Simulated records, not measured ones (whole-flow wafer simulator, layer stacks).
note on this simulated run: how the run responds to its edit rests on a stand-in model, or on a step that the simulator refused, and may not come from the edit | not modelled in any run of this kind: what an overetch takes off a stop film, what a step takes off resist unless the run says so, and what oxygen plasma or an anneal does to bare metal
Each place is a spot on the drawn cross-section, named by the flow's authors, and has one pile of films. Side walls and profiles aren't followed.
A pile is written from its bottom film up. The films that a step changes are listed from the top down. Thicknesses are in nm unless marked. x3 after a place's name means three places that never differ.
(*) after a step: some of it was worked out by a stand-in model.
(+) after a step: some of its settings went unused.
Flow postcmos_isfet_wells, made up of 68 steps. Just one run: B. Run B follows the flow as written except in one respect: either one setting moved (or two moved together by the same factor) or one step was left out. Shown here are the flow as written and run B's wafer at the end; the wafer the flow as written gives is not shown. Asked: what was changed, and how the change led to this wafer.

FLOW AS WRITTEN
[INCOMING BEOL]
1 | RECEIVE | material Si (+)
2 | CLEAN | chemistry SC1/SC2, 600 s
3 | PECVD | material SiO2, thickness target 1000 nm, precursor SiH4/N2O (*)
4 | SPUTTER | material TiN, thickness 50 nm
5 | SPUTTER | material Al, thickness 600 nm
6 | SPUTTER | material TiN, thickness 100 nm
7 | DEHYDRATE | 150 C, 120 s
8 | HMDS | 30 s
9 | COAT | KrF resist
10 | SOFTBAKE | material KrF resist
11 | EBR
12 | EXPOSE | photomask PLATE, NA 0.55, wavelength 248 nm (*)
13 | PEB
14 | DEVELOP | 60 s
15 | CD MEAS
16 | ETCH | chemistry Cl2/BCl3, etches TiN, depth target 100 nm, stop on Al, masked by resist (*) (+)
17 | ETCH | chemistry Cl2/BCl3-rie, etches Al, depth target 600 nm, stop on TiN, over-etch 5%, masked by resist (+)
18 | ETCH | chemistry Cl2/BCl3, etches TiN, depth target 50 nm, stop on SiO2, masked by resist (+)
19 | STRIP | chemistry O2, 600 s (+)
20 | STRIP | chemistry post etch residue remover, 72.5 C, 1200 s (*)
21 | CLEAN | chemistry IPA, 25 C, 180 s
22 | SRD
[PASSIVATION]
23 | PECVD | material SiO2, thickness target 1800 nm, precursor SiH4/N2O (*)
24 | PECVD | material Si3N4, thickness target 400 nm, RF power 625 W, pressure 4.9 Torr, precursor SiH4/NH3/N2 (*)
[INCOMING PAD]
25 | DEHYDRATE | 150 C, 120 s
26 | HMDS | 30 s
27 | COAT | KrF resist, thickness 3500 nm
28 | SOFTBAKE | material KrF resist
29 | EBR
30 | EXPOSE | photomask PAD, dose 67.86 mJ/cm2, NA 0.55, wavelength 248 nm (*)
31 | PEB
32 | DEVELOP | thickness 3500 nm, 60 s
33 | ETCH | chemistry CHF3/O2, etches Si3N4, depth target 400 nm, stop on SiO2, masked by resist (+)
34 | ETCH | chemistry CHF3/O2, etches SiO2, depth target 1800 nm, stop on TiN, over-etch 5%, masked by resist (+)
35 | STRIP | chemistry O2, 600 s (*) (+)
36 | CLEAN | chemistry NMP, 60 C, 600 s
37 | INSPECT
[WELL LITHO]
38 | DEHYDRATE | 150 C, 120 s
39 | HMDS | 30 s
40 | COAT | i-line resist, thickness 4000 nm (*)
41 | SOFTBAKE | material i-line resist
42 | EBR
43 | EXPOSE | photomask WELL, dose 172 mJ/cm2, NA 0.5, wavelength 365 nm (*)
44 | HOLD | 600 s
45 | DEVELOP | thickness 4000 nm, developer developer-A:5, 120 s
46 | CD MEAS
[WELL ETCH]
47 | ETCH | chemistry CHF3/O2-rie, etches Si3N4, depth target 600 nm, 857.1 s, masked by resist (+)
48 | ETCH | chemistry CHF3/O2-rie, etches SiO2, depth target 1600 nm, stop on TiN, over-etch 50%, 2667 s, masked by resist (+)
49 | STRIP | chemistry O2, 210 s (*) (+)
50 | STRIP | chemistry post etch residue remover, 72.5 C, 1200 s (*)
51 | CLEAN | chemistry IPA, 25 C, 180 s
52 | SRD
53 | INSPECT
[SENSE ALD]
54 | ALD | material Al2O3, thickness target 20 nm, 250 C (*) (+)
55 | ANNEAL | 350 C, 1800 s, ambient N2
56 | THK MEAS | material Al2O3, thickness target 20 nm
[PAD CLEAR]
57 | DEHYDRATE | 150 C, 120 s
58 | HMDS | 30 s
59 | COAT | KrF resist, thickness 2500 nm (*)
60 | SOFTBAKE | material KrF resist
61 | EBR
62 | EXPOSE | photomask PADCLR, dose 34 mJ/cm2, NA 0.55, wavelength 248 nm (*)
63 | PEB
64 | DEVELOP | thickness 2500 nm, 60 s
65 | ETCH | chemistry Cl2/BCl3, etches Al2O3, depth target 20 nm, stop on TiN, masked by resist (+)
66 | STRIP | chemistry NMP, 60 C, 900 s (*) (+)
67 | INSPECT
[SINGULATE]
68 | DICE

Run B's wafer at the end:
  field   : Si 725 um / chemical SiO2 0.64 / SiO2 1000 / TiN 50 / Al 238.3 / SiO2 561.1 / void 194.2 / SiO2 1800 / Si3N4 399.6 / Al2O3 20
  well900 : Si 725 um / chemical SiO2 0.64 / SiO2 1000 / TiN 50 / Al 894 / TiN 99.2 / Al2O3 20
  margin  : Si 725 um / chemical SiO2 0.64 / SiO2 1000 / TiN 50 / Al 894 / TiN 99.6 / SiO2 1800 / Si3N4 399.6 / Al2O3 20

What caused this: step 5, SPUTTER: thickness 894 nm was run, though the flow has thickness 600 nm.
One can read it off the wafer: well900 has Al 894, and step 5 as written asks for 600 nm.

How this came from the change, step by step:
  5 | SPUTTER | material Al, thickness 600 nm
      field, margin, well900, well1300 x3, pad_rim, pad_clr, pad_open: Al gains 894 (new film) (it would be, as written: Al gains 600 (new film))
  17 | ETCH | chemistry Cl2/BCl3-rie, etches Al, depth target 600 nm, stop on TiN, over-etch 5%, masked by resist (+)
      field: Al loses 600 (it would be, as written: Al loses 600 (all of it))
  18 | ETCH | chemistry Cl2/BCl3, etches TiN, depth target 50 nm, stop on SiO2, masked by resist (+)
      field: Al loses 50 (it would be, as written: TiN loses 50 (all of it))
  20 | STRIP | chemistry post etch residue remover, 72.5 C, 1200 s (*)
      field: Al loses 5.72 (it would be, as written: nothing)
  23 | PECVD | material SiO2, thickness target 1800 nm, precursor SiH4/N2O (*)
      field: SiO2 gains 1800 (new film), void gains 194.2 (new film), SiO2 gains 561.1 (new film) (it would be, as written: SiO2 gains 1800 (new film), void gains 189.9 (new film), SiO2 gains 559.7)
With metal films that touch counted as one body, field has 1 body; the flow as written gives 0 bodies.
